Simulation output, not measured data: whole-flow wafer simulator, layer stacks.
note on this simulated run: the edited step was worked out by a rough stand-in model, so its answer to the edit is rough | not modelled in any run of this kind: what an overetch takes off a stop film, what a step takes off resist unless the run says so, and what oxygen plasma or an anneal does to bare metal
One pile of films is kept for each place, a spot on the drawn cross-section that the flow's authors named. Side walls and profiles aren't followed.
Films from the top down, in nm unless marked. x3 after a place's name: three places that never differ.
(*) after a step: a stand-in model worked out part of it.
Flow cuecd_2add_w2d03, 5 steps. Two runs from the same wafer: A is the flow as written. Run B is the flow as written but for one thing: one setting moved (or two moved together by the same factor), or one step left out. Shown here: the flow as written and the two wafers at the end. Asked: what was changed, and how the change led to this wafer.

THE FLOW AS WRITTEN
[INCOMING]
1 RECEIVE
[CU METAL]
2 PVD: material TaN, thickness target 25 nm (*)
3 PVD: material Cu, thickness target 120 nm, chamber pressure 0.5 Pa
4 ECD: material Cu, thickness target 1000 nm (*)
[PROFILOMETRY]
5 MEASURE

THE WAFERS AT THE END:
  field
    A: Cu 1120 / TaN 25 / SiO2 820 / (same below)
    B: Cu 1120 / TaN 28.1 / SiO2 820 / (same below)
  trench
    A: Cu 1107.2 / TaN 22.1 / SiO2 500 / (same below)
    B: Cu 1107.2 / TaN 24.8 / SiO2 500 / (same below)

The cause: step 2, PVD: thickness target 28.1 nm was run, where the flow has thickness target 25 nm.
It can be read off the wafer: field has TaN 28.1, and step 2 as written asks for 25 nm.

How the change led to this, step by step:
  2 PVD: material TaN, thickness target 25 nm (*)
      field: A TaN +25 (new film) | B TaN +28.1 (new film)
      trench: A TaN +22.1 (new film) | B TaN +24.8 (new film)
